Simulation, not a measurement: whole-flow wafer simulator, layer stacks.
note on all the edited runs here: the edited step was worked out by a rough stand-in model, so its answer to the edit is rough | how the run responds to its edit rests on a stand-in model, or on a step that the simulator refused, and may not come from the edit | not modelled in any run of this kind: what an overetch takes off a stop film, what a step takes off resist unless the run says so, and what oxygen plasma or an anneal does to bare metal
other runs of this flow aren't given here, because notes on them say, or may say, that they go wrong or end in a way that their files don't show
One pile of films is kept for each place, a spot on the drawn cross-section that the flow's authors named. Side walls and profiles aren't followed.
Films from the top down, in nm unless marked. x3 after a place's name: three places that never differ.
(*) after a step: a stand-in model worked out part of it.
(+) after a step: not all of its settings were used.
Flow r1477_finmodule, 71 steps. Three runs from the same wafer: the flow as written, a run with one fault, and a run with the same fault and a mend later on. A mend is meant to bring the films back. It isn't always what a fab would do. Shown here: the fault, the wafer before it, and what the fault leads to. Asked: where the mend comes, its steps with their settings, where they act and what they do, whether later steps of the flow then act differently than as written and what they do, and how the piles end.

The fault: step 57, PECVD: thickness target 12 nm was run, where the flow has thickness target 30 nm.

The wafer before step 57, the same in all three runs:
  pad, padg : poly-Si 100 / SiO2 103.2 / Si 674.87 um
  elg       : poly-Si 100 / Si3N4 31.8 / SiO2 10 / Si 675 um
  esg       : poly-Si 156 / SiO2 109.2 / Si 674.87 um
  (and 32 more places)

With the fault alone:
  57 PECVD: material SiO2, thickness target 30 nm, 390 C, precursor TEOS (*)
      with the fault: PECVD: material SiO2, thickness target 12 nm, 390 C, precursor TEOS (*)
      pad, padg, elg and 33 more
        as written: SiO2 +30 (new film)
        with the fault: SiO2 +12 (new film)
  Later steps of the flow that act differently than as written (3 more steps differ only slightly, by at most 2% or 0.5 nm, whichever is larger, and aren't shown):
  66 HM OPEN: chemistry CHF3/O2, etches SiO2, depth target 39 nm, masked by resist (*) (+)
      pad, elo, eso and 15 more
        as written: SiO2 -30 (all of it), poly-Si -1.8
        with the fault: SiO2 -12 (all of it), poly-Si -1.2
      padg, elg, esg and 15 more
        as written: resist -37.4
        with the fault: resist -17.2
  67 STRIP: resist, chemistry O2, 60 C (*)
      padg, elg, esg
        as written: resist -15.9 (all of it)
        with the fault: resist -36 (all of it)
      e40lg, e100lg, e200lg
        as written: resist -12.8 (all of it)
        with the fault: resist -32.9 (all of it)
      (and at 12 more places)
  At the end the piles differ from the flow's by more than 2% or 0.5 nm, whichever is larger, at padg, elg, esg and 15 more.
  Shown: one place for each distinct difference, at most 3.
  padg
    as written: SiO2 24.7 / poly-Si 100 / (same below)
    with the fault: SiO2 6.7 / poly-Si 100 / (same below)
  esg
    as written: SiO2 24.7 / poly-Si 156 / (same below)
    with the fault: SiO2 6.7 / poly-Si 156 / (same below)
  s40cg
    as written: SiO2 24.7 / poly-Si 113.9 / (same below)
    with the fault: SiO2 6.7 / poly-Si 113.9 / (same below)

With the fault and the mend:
  The mend comes after step 64.
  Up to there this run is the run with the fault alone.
  64a STRIP: resist, chemistry O2, 60 C
      padg, elg, esg
        resist -70 (all of it)
      e40lg, e100lg, e200lg
        resist -66.9 (all of it)
      s40sg, s45sg
        resist -91 (all of it)
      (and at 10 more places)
  64b PECVD: material SiO2, thickness target 18 nm, 390 C, precursor TEOS (*) (the flow's step 57 once more, with other settings)
      pad, padg, elg and 33 more
        SiO2 +18
  64c COAT: resist, thickness 70 nm (*) (the flow's step 60 once more)
      e40lg, e100lg, e200lg, elo, e40lo, e100lo, e200lo
        resist +66.9 (new film)
      pad, padg, elg, esg
        resist +70 (new film)
      s40sg, s45sg, s40so, s45so
        resist +91 (new film)
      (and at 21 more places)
  64d SOFTBAKE: 180 C, 180 s (*) (the flow's step 61 once more)
      changes no film at any place that is followed
  64e EXPOSE: resist, photomask GATE (the flow's step 62 once more)
      changes no film at any place that is followed
  64f DEVELOP (*) (the flow's step 63 once more)
      elo, e40lo, e100lo, e200lo
        resist -66.9 (all of it)
      eso, e40so
        resist -129.5 (all of it)
      s40so, s45so
        resist -91 (all of it)
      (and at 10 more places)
  No later step of the flow acts differently than as written at any place that is followed.
  At the end the piles are the same as the flow's at every place that both follow.
